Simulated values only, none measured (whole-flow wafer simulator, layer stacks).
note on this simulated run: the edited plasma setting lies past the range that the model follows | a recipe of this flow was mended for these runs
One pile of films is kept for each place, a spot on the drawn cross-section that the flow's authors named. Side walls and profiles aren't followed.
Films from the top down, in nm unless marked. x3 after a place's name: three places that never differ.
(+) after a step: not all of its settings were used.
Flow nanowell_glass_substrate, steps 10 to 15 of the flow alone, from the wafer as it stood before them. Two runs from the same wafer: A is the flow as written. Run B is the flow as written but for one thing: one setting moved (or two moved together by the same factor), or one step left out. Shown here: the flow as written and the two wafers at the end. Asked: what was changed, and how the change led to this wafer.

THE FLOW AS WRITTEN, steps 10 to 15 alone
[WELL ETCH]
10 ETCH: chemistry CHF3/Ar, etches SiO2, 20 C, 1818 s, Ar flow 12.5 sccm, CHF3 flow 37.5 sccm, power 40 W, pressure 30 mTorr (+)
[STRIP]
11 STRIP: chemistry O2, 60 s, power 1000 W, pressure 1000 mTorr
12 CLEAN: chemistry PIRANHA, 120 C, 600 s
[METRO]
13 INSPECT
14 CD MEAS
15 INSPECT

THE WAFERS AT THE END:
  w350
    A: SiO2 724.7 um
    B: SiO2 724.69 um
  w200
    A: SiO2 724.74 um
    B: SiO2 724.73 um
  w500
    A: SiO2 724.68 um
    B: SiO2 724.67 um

The cause: step 10, ETCH: pressure 37.2 mTorr was run, where the flow has pressure 30 mTorr.

How the change led to this, step by step:
  10 ETCH: chemistry CHF3/Ar, etches SiO2, 20 C, 1818 s, Ar flow 12.5 sccm, CHF3 flow 37.5 sccm, power 40 W, pressure 30 mTorr (+)
      land: A UV-NIL-ACRYLATE -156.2 | B UV-NIL-ACRYLATE -152
      w350: A SiO2 -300 | B SiO2 -313.6
      (and at 3 more places)
  11 STRIP: chemistry O2, 60 s, power 1000 W, pressure 1000 mTorr
      land: A UV-NIL-ACRYLATE -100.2 (all of it) | B UV-NIL-ACRYLATE -104.4 (all of it)
